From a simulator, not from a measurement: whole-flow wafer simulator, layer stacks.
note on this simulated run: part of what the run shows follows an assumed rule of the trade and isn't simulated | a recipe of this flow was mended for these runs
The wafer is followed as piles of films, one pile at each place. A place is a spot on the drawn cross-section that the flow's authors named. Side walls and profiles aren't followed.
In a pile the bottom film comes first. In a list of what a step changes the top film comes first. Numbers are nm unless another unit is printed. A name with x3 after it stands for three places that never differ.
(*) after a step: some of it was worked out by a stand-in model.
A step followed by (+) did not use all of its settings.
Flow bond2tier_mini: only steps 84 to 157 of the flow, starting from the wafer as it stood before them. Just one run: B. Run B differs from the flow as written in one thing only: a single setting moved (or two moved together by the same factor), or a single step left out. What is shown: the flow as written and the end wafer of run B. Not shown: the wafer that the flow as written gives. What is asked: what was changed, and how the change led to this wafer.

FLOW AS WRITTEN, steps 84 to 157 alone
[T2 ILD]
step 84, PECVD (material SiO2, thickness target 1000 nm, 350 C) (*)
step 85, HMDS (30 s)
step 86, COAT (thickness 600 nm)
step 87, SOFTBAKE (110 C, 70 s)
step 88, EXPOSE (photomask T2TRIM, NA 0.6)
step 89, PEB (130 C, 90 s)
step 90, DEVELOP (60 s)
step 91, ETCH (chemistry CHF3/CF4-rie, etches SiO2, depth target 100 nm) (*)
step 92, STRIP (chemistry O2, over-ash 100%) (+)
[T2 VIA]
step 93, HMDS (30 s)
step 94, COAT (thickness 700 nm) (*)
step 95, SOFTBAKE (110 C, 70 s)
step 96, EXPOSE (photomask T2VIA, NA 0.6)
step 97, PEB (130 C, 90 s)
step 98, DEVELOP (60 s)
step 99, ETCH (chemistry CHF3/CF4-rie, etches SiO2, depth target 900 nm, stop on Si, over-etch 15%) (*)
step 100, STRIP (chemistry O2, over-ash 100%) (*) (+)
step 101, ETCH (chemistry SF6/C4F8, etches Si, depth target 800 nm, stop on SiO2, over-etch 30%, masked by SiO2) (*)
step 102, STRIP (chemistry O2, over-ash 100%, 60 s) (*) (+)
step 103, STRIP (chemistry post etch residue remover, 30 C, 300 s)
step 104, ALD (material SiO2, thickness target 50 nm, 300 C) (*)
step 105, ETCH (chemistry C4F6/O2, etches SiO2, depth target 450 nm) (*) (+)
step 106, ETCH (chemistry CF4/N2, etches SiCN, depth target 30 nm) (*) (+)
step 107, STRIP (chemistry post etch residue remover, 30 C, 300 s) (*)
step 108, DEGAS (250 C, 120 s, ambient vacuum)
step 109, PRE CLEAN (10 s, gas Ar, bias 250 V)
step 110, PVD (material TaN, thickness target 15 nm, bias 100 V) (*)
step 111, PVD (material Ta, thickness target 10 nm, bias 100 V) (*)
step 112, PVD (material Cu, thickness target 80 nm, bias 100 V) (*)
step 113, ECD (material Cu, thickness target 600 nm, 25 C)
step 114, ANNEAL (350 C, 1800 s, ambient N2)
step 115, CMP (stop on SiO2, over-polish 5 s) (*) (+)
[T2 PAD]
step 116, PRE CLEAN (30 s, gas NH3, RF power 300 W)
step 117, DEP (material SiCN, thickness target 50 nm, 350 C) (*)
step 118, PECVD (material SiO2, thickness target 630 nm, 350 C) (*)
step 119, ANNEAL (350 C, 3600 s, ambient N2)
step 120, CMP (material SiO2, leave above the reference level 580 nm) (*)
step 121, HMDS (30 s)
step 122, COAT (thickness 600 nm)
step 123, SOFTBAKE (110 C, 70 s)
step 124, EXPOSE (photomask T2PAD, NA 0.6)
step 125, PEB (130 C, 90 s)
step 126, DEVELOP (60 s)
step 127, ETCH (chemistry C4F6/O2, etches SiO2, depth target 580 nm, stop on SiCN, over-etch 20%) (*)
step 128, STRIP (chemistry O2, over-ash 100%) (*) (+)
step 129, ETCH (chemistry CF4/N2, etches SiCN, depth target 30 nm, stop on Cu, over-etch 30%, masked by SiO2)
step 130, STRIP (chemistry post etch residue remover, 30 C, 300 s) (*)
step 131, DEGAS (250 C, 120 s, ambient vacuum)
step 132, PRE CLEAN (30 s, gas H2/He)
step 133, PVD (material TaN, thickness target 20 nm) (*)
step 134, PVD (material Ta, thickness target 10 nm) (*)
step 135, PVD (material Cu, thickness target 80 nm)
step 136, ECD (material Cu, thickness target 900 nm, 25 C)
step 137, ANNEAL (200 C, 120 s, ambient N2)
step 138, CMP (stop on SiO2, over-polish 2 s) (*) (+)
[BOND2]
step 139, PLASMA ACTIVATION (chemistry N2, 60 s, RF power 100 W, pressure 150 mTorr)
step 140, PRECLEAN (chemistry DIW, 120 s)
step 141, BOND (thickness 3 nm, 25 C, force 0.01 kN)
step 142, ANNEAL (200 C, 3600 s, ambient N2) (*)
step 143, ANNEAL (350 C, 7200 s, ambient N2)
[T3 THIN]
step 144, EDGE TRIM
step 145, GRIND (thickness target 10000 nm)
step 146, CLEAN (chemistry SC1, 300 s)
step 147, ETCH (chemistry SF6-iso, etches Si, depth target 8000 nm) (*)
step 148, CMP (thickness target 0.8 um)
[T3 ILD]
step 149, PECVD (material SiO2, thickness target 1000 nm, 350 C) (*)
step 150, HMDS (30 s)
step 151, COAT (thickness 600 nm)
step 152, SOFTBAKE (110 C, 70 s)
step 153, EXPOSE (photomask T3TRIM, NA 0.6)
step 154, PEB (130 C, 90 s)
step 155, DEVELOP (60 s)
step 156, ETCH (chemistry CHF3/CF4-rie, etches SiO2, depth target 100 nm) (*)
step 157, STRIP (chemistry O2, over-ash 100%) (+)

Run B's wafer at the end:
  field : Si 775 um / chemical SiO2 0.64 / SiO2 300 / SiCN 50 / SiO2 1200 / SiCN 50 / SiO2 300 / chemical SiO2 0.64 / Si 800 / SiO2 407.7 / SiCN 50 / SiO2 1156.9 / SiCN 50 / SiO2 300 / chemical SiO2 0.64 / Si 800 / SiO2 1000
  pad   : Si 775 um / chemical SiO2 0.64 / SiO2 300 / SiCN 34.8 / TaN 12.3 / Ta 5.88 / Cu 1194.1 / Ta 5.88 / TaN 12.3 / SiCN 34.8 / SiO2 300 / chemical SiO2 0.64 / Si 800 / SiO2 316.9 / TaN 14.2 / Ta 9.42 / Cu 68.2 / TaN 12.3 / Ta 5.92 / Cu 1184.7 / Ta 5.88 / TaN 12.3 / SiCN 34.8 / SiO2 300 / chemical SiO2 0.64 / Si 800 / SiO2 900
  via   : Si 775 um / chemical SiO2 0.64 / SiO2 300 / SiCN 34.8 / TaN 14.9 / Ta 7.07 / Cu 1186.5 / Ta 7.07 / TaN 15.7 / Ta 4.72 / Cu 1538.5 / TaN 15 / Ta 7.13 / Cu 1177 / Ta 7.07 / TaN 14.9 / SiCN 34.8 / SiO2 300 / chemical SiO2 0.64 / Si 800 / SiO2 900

What caused this: step 84, PECVD: thickness target 850 nm was run, whereas the flow has thickness target 1000 nm.

Step by step, how the change led to this:
  step 84, PECVD (material SiO2, thickness target 1000 nm, 350 C) (*)
      field, pad, via: SiO2 gains 850 (new film) (in the flow as written it would be: SiO2 gains 1000 (new film))
  step 99, ETCH (chemistry CHF3/CF4-rie, etches SiO2, depth target 900 nm, stop on Si, over-etch 15%) (*)
      field, pad: thick-KrF-resist loses 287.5 (in the flow as written it would be: thick-KrF-resist loses 345)
      via: SiO2 loses 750 (all of it), Si loses 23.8 (in the flow as written it would be: SiO2 loses 900 (all of it), Si loses 11.2)
  step 100, STRIP (chemistry O2, over-ash 100%) (*) (+)
      field: thick-KrF-resist loses 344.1 (all of it) (in the flow as written it would be: thick-KrF-resist loses 286.6 (all of it))
      pad: thick-KrF-resist loses 430.4 (all of it) (in the flow as written it would be: thick-KrF-resist loses 372.9 (all of it))
  step 112, PVD (material Cu, thickness target 80 nm, bias 100 V) (*)
      via: Cu gains 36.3 (new film) (in the flow as written it would be: Cu gains 35 (new film))
  step 113, ECD (material Cu, thickness target 600 nm, 25 C)
      via: Cu gains 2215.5 (in the flow as written it would be: Cu gains 2367)
